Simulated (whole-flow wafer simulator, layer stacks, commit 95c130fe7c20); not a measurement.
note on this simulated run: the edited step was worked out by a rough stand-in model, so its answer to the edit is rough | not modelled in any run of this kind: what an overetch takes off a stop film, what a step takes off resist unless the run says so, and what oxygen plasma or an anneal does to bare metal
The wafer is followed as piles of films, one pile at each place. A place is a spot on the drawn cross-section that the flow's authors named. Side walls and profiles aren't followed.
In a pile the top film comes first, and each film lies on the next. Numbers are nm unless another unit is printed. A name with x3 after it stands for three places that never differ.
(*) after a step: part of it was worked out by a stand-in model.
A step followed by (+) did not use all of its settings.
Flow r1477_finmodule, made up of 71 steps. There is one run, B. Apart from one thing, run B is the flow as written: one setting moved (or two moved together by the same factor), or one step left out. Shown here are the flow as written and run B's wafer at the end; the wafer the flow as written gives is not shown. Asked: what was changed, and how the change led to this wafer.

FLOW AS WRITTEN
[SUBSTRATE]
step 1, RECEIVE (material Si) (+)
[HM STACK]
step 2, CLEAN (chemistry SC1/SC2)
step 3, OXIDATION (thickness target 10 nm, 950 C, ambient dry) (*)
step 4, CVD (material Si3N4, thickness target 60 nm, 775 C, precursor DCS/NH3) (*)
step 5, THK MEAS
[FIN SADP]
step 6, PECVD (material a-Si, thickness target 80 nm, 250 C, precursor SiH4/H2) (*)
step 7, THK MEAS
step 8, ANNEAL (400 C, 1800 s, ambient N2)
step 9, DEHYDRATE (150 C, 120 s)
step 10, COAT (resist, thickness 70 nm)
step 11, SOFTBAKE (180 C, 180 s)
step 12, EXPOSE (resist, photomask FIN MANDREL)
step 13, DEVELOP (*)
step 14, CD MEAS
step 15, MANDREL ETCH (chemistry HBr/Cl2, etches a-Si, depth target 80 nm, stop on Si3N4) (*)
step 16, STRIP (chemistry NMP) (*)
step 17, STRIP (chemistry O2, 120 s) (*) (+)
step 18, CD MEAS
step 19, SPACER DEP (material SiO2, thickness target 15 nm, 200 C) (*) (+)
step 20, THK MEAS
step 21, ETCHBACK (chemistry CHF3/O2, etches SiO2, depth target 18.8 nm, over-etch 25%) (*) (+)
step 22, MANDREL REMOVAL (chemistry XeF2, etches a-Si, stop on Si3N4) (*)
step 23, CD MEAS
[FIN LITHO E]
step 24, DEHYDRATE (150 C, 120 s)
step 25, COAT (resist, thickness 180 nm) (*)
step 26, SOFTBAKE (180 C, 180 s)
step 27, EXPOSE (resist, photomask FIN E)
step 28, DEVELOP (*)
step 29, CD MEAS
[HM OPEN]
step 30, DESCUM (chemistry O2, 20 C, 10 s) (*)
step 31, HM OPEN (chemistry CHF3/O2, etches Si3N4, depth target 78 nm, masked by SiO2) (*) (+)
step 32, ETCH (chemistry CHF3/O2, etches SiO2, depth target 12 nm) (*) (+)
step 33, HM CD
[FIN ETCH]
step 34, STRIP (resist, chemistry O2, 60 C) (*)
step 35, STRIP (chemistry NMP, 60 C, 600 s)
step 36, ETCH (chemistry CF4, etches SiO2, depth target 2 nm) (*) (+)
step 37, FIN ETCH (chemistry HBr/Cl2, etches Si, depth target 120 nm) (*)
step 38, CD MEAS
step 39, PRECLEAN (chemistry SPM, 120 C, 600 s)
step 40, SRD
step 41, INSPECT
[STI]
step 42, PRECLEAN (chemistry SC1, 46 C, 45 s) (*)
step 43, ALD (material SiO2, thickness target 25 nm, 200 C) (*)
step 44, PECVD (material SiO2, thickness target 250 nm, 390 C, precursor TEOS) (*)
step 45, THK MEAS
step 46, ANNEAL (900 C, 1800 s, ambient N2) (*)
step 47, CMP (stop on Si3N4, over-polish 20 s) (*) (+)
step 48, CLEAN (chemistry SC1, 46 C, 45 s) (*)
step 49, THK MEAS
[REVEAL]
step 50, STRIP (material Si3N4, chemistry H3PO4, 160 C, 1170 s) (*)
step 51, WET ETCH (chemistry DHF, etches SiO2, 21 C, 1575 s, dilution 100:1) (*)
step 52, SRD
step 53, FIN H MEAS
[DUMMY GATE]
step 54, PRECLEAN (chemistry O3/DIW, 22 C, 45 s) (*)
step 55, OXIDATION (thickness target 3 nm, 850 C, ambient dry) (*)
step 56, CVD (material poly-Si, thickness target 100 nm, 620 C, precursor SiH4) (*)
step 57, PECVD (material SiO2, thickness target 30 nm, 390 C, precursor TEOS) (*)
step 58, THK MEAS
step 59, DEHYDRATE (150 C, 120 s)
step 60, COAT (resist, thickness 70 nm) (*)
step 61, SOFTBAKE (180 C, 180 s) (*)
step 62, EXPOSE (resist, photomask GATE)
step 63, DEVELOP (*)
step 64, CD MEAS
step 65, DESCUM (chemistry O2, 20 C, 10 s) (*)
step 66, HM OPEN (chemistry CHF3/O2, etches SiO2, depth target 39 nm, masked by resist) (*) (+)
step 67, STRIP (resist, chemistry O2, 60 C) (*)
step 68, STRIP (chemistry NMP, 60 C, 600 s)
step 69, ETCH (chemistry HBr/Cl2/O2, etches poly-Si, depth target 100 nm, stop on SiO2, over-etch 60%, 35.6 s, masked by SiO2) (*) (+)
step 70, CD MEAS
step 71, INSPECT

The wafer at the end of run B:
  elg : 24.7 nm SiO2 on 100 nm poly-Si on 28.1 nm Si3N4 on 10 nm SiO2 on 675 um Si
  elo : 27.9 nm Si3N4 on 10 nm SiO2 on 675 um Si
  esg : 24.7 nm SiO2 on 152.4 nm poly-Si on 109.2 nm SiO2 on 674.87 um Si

What caused this: step 21, ETCHBACK: depth target 23 nm was run, though the flow has depth target 18.8 nm.

Step by step, how the change led to this:
  step 21, ETCHBACK (chemistry CHF3/O2, etches SiO2, depth target 18.8 nm, over-etch 25%) (*) (+)
      pad, padg, elg and 21 more: -15 SiO2 (all of it), -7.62 Si3N4 (in the flow as written it would be: -15 SiO2 (all of it), -3.62 Si3N4)
      s40cg, s45cg, s50cg, s40co, s45co, s50co: -15.4 SiO2 (all of it), -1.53 a-Si (in the flow as written it would be: -15.4 SiO2 (all of it), -0.69 a-Si)
      (as well as at 6 more places)
  step 31, HM OPEN (chemistry CHF3/O2, etches Si3N4, depth target 78 nm, masked by SiO2) (*) (+)
      pad, padg, esg and 13 more: -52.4 Si3N4 (all of it), -10 SiO2 (all of it) (in the flow as written it would be: -56.4 Si3N4 (all of it), -10 SiO2 (all of it))
  step 43, ALD (material SiO2, thickness target 25 nm, 200 C) (*)
      esg: +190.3 SiO2 (new film) (in the flow as written it would be: +194.3 SiO2 (new film))
  step 51, WET ETCH (chemistry DHF, etches SiO2, 21 C, 1575 s, dilution 100:1) (*)
      elg, e40lg, e100lg, e200lg, elo, e40lo, e100lo, e200lo: -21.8 SiO2 (all of it), -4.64 Si3N4 (in the flow as written it would be: -17.8 SiO2 (all of it), -4.97 Si3N4)
  step 56, CVD (material poly-Si, thickness target 100 nm, 620 C, precursor SiH4) (*)
      esg: +152.4 poly-Si (new film) (in the flow as written it would be: +156 poly-Si (new film))
  step 60, COAT (resist, thickness 70 nm) (*)
      e40sg, eso, e40so: +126 resist (new film) (in the flow as written it would be: +129.5 resist (new film))
      e100sg, e100so: +125.9 resist (new film) (in the flow as written it would be: +129.4 resist (new film))
      (as well as at 2 more places)
  step 63, DEVELOP (*)
      eso, e40so: -126 resist (all of it) (in the flow as written it would be: -129.5 resist (all of it))
      e100so: -125.9 resist (all of it) (in the flow as written it would be: -129.4 resist (all of it))
      (as well as at 1 more place)
  step 67, STRIP (resist, chemistry O2, 60 C) (*)
      e40sg: -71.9 resist (all of it) (in the flow as written it would be: -75.4 resist (all of it))
      e100sg: -71.8 resist (all of it) (in the flow as written it would be: -75.3 resist (all of it))
      (as well as at 1 more place)
